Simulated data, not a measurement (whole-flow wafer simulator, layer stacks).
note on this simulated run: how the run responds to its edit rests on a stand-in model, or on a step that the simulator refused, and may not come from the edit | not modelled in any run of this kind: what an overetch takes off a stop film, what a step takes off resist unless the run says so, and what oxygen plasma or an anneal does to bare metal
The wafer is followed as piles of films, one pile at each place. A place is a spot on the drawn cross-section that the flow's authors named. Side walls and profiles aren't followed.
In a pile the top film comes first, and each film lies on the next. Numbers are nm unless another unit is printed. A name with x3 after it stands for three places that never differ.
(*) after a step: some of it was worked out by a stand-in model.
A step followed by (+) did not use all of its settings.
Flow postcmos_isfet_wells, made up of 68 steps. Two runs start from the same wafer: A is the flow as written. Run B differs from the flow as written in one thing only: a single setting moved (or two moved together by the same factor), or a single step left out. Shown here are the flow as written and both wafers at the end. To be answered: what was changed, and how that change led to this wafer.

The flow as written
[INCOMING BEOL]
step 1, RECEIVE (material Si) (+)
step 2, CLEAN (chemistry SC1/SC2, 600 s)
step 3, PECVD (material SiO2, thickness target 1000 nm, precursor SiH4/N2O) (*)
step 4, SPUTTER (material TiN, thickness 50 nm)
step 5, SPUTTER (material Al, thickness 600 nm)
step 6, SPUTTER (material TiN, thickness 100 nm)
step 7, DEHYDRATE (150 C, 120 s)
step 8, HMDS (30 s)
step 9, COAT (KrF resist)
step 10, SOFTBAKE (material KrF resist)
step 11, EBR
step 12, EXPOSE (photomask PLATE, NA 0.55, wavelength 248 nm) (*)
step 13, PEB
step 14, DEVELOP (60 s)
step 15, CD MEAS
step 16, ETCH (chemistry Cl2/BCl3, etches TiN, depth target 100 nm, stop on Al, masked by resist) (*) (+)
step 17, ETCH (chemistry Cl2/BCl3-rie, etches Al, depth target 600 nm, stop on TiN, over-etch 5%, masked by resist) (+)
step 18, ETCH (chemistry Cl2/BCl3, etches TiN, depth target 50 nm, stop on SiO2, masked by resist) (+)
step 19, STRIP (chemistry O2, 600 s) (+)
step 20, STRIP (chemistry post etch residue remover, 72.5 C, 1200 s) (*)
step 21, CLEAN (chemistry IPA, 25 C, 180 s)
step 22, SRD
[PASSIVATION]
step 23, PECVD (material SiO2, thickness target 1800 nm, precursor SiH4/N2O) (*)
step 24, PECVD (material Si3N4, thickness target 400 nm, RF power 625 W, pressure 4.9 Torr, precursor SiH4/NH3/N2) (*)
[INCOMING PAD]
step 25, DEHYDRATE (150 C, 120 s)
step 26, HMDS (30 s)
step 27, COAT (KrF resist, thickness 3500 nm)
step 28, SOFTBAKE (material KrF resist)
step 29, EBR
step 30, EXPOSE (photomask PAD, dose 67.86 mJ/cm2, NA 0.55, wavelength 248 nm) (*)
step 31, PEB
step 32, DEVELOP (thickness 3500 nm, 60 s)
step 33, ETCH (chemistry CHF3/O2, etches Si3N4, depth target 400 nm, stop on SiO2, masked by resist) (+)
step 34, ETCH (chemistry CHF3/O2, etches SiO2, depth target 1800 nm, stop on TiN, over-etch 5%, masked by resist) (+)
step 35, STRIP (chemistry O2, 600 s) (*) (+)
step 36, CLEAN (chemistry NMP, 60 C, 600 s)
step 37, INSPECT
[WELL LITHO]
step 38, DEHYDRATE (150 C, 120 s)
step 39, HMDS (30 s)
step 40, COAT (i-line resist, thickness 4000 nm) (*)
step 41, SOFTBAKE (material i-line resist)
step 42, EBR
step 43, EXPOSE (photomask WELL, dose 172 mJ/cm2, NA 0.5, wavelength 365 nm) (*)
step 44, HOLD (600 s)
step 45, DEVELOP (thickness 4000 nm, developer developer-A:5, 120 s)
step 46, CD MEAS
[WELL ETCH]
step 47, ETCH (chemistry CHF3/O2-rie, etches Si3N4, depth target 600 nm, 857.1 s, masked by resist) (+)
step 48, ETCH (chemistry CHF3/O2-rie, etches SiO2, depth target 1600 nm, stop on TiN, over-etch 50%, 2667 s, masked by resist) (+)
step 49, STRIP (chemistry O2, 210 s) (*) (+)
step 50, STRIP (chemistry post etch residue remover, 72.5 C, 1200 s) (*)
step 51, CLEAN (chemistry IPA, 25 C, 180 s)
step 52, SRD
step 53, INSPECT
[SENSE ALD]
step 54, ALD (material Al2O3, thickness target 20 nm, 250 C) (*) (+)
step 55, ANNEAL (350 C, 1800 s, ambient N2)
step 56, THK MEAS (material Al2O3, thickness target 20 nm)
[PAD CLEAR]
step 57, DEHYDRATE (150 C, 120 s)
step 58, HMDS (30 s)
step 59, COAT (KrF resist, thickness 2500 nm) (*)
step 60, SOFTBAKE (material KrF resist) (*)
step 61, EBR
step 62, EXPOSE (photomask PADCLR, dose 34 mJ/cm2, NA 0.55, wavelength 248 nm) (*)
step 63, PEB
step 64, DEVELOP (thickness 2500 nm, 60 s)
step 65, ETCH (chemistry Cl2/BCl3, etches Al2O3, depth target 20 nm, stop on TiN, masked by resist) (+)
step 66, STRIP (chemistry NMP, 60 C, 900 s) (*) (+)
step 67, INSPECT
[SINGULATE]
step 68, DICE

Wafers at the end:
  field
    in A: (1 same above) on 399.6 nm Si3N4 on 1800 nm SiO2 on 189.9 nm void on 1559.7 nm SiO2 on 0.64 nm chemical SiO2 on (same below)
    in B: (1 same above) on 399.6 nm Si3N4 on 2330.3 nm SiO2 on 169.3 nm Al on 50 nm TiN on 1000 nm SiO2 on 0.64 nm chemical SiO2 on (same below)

Cause: step 17, ETCH: depth target 375 nm was run, whereas the flow has depth target 600 nm.

How this came from the change, step by step:
  step 17, ETCH (chemistry Cl2/BCl3-rie, etches Al, depth target 600 nm, stop on TiN, over-etch 5%, masked by resist) (+)
      field: A -600 Al (all of it) | B -375 Al
      margin, well900, well1300, well2000, well3000, pad_rim, pad_clr, pad_open: A -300 KrF resist | B -187.5 KrF resist
  step 18, ETCH (chemistry Cl2/BCl3, etches TiN, depth target 50 nm, stop on SiO2, masked by resist) (+)
      field: A -50 TiN (all of it) | B -50 Al
  step 19, STRIP (chemistry O2, 600 s) (+)
      margin, well900, well1300, well2000, well3000, pad_rim, pad_clr, pad_open: A -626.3 KrF resist (all of it) | B -738.8 KrF resist (all of it)
  step 20, STRIP (chemistry post etch residue remover, 72.5 C, 1200 s) (*)
      field: A nothing | B -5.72 Al
  step 23, PECVD (material SiO2, thickness target 1800 nm, precursor SiH4/N2O) (*)
      field: A +1800 SiO2 (new film), +189.9 void (new film), +559.7 SiO2 | B +2330.3 SiO2 (new film)
With metal films that touch counted as one body, field has 1 body; the flow as written gives 0 bodies.
